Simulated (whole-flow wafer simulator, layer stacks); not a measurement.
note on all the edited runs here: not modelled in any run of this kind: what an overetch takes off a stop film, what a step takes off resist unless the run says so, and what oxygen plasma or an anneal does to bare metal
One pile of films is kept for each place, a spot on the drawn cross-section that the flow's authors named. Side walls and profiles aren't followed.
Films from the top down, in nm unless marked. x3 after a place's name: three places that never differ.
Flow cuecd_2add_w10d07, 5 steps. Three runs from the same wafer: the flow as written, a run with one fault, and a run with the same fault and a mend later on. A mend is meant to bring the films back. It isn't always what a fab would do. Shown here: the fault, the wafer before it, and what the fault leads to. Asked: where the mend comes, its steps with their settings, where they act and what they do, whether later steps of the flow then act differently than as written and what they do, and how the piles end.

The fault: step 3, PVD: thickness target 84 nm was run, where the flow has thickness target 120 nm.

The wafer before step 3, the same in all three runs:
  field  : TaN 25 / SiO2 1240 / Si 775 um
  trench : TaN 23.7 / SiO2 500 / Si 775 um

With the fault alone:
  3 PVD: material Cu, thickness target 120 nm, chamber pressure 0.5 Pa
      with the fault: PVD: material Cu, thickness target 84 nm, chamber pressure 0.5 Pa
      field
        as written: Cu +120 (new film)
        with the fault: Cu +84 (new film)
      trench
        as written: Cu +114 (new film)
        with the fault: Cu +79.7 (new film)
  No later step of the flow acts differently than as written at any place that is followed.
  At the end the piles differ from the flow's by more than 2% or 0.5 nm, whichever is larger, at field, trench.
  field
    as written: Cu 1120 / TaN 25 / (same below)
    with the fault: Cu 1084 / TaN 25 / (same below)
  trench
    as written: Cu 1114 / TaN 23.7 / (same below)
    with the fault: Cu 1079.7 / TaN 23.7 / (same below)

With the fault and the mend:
  The mend comes after step 3.
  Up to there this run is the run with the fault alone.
  3a PVD: material Cu, thickness target 36 nm, chamber pressure 0.5 Pa (the flow's step 3 once more, with other settings)
      field
        Cu +36
      trench
        Cu +34.1
  No later step of the flow acts differently than as written at any place that is followed.
  At the end the piles differ from the flow's only slightly at the places that both follow, by at most 2% or 0.5 nm, whichever is larger.
